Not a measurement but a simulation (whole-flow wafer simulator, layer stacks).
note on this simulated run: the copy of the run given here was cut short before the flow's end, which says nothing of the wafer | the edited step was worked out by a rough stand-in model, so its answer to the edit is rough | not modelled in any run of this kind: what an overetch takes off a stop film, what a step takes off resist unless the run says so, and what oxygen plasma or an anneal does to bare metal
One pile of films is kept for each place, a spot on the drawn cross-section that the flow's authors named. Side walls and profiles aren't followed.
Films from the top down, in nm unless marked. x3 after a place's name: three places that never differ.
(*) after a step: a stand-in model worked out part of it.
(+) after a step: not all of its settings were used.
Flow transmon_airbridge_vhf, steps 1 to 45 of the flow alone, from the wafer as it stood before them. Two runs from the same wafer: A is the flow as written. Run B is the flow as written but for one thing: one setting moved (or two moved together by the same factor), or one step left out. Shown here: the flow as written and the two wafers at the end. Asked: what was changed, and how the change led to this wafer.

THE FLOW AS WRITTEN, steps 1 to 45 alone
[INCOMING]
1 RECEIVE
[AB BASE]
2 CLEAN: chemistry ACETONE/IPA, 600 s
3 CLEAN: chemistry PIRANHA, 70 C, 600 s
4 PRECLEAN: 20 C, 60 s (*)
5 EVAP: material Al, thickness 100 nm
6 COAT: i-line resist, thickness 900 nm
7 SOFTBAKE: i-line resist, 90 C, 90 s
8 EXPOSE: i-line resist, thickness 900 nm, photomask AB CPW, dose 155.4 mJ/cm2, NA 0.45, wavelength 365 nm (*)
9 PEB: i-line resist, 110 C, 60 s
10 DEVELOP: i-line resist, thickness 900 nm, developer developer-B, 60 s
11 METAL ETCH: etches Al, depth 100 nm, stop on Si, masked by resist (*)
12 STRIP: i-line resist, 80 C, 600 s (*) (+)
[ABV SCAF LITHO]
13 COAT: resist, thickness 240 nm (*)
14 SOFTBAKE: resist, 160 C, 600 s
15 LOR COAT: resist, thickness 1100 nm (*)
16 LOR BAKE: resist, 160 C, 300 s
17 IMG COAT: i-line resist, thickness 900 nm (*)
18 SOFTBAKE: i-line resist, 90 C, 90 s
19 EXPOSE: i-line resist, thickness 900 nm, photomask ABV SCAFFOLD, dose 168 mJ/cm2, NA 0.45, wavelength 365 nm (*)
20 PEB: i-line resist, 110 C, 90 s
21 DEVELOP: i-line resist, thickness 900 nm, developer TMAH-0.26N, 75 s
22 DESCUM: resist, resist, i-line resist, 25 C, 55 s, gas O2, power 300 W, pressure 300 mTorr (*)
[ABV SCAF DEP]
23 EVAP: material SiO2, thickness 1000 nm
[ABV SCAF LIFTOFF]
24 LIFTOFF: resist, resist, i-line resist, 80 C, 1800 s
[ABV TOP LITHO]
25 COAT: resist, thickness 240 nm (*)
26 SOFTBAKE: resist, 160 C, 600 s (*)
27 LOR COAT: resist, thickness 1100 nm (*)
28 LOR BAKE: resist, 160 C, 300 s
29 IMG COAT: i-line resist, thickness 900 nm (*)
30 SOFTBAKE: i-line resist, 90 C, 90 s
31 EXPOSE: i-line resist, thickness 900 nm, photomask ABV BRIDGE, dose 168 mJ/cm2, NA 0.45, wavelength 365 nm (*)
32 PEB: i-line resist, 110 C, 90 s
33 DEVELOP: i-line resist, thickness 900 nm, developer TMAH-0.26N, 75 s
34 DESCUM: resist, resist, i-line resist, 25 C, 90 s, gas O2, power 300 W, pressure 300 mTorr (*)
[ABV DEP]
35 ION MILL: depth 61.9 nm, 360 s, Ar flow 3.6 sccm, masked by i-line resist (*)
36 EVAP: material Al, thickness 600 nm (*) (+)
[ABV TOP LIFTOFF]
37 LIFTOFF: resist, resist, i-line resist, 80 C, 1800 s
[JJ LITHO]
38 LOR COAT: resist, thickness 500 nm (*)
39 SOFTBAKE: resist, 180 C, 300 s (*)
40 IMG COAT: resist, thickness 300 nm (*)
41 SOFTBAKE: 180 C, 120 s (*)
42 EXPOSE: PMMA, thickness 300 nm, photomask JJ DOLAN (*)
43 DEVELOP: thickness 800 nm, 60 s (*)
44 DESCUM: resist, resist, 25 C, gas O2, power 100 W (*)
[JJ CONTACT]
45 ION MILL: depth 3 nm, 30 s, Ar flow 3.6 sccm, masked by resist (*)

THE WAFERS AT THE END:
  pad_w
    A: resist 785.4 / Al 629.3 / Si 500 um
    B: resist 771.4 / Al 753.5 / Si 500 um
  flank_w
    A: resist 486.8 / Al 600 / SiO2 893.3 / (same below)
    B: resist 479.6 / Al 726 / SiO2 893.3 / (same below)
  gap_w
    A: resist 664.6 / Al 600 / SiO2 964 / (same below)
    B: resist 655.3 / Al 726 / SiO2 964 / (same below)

The cause: step 36, EVAP: thickness 726 nm was run, where the flow has thickness 600 nm.
It can be read off the wafer: flank_w has Al 726, and step 36 as written asks for 600 nm.

How the change led to this, step by step:
  36 EVAP: material Al, thickness 600 nm (*) (+)
      field x3, jj_line, ground_far and 10 more: A Al +600 (new film) | B Al +726 (new film)
      pad_w, pad_e: A Al +591.2 | B Al +715.4
  37 LIFTOFF: resist, resist, i-line resist, 80 C, 1800 s
      field x3, jj_line, trace_open_s x2: A Al -600 (all of it), i-line resist -600 (all of it), resist -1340 (all of it) | B Al -726 (all of it), i-line resist -600 (all of it), resist -1340 (all of it)
      margin_s, margin_n: A Al -600 (all of it), i-line resist -318.3 (all of it), resist -992 (all of it) | B Al -726 (all of it), i-line resist -318.3 (all of it), resist -992 (all of it)
      (and at 1 more place)
  38 LOR COAT: resist, thickness 500 nm (*)
      margin_s, margin_n: A resist +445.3 (new film) | B resist +454.8 (new film)
      bridge_strip: A resist +356.4 (new film) | B resist +344.8 (new film)
  40 IMG COAT: resist, thickness 300 nm (*)
      bridge_strip: A resist +197.1 | B resist +189.6
